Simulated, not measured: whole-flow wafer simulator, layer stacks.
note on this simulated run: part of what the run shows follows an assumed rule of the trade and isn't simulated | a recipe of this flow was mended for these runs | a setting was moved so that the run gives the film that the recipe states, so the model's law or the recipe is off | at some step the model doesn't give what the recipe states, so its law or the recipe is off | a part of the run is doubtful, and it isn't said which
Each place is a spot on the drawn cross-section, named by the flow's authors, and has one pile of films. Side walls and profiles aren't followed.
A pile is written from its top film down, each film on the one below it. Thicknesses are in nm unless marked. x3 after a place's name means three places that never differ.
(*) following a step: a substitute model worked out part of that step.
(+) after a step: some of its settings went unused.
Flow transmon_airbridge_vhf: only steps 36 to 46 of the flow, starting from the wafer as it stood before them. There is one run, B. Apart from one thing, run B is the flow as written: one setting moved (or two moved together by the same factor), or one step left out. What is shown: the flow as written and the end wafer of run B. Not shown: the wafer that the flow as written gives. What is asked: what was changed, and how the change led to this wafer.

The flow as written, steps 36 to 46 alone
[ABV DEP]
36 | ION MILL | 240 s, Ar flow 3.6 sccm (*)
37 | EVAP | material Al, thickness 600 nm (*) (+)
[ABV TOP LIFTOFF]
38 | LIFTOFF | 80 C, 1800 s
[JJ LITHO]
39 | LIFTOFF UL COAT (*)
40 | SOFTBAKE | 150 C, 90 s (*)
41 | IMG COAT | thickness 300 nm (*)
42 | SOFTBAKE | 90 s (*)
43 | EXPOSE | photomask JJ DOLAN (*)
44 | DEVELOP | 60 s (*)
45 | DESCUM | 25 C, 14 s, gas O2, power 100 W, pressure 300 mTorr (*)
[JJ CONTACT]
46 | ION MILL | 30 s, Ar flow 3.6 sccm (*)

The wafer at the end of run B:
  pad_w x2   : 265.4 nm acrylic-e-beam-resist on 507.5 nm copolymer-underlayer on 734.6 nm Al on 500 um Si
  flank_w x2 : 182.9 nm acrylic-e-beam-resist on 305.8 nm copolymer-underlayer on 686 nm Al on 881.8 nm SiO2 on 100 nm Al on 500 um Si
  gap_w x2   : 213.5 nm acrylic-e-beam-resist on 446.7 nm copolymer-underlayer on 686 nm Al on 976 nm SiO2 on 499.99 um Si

The reason: step 37, EVAP: thickness 686 nm was run, while the flow as written has thickness 600 nm.
One can read it off the wafer: flank_w x2 has Al 686, and step 37 as written asks for 600 nm.

The path from the change to this, step by step:
  37 | EVAP | material Al, thickness 600 nm (*) (+)
      field x3, jj_line, ground_far and 10 more: +686 Al (new film) (as written it would have been: +600 Al (new film))
      pad_w x2: +675.8 Al (as written it would have been: +591.1 Al)
  38 | LIFTOFF | 80 C, 1800 s
      field x3, jj_line, trace_open_s x2: -686 Al (all of it), -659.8 i-line-resist (all of it), -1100 lift-off-underlayer (all of it), -240 acrylic-e-beam-resist (all of it) (as written it would have been: -600 Al (all of it), -659.8 i-line-resist (all of it), -1100 lift-off-underlayer (all of it), -240 acrylic-e-beam-resist (all of it))
      margin_s, margin_n: -686 Al (all of it), -378.2 i-line-resist (all of it), -823.4 lift-off-underlayer (all of it), -168.6 acrylic-e-beam-resist (all of it) (as written it would have been: -600 Al (all of it), -378.2 i-line-resist (all of it), -823.4 lift-off-underlayer (all of it), -168.6 acrylic-e-beam-resist (all of it))
      (and at 1 other place as well)
  39 | LIFTOFF UL COAT (*)
      bridge_strip: +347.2 copolymer-underlayer (new film) (as written it would have been: +355.1 copolymer-underlayer (new film))
  41 | IMG COAT | thickness 300 nm (*)
      bridge_strip: +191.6 acrylic-e-beam-resist (new film) (as written it would have been: +196.8 acrylic-e-beam-resist (new film))
